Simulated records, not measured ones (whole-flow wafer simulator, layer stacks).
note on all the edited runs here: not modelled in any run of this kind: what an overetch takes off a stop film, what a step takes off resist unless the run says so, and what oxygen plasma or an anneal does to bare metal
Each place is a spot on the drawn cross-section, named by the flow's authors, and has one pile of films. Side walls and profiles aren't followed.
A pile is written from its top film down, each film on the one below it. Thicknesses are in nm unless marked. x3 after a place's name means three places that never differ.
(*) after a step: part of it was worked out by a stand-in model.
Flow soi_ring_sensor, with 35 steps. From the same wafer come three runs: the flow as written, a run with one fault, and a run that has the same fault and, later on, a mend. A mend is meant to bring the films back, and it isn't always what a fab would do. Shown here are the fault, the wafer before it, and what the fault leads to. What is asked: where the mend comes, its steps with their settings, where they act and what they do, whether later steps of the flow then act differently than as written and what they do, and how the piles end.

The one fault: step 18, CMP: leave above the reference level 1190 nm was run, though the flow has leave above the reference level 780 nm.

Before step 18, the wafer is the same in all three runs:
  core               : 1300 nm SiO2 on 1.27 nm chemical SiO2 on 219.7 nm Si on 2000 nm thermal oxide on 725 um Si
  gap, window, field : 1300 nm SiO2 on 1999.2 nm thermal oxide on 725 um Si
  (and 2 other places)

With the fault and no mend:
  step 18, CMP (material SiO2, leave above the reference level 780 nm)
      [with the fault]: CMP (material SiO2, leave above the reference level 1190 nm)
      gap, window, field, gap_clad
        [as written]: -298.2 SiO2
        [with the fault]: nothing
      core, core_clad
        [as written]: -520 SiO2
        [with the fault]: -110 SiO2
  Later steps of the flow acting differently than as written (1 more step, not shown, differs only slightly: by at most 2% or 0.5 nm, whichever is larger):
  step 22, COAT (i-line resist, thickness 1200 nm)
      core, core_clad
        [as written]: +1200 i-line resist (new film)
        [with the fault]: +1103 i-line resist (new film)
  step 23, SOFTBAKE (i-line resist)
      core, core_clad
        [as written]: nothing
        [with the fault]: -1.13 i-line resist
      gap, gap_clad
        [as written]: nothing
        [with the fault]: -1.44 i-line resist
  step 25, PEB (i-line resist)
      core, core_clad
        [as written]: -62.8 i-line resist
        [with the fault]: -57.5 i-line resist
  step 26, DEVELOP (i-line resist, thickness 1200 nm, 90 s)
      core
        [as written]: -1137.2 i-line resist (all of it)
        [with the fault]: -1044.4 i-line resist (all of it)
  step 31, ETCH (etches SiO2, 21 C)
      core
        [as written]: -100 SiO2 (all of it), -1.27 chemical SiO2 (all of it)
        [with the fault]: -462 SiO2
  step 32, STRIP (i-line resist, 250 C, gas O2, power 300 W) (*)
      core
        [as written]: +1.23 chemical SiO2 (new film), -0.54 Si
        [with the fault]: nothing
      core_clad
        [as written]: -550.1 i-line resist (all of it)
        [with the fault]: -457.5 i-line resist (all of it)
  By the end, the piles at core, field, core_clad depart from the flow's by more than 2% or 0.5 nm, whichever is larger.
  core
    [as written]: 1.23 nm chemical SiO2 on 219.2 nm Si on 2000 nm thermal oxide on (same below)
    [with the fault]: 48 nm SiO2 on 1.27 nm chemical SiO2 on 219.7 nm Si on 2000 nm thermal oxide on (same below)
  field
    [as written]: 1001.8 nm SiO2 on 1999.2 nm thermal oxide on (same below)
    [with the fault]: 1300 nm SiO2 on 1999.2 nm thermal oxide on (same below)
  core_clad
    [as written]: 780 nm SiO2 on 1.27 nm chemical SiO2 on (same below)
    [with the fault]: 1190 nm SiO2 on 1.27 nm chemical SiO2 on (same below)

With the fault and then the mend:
  The mend stands after step 27.
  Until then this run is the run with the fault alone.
  step 27a, STRIP (i-line resist, 250 C, gas O2, power 300 W) (*)
      field
        -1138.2 i-line resist (all of it)
      core_clad
        -1044.4 i-line resist (all of it)
      gap_clad
        -1150.8 i-line resist (all of it)
  step 27b, CMP (material SiO2, leave above the reference level 780 nm) (the flow's step 18 again)
      gap, window, field, gap_clad
        -298.2 SiO2
      core, core_clad
        -410 SiO2
  step 27c, HMDS (120 C, 60 s) (the flow's step 21 again)
      alters no film at any place that is followed
  step 27d, COAT (i-line resist, thickness 1200 nm) (the flow's step 22 again)
      core, gap, window, field, core_clad, gap_clad
        +1200 i-line resist (new film)
  step 27e, SOFTBAKE (i-line resist) (the flow's step 23 again)
      alters no film at any place that is followed
  step 27f, EXPOSE (photomask WINDOW, dose 101 mJ/cm2, NA 0.5, wavelength 365 nm) (*) (the flow's step 24 again)
      alters no film at any place that is followed
  step 27g, PEB (i-line resist) (the flow's step 25 again)
      core, gap, window, field, core_clad, gap_clad
        -62.8 i-line resist
  step 27h, DEVELOP (i-line resist, thickness 1200 nm, 90 s) (the flow's step 26 again)
      core, gap, window
        -1137.2 i-line resist (all of it)
      field, core_clad, gap_clad
        -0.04 i-line resist
  Later steps of the flow that are run all act as written at every place that is followed.
  At every place that both follow, the piles at the end match the flow's.
